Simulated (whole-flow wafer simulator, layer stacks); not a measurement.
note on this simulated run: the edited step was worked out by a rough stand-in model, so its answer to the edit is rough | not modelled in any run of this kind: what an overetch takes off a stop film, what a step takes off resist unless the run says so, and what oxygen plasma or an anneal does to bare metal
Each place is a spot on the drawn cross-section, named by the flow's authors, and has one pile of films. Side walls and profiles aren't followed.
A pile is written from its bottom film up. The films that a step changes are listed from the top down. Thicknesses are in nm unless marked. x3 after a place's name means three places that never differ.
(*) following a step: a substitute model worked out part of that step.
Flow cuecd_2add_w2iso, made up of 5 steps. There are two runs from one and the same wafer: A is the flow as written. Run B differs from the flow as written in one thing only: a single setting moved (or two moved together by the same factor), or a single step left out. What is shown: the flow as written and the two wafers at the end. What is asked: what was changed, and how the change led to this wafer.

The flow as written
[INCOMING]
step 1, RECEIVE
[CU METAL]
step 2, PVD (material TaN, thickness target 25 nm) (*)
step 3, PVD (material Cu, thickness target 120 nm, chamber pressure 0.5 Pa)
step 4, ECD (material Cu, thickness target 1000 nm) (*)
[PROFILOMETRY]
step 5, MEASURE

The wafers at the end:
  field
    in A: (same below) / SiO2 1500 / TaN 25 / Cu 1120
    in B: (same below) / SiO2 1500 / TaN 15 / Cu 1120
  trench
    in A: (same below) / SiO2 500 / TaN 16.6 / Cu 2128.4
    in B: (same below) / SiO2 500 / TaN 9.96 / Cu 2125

Cause: step 2, PVD: thickness target 15 nm was run, while the flow as written has thickness target 25 nm.
The wafer lets one read it off: field has TaN 15, and step 2 as written asks for 25 nm.

The path from the change to this, step by step:
  step 2, PVD (material TaN, thickness target 25 nm) (*)
      field: A TaN gains 25 (new film) | B TaN gains 15 (new film)
      trench: A TaN gains 16.6 (new film) | B TaN gains 9.96 (new film)
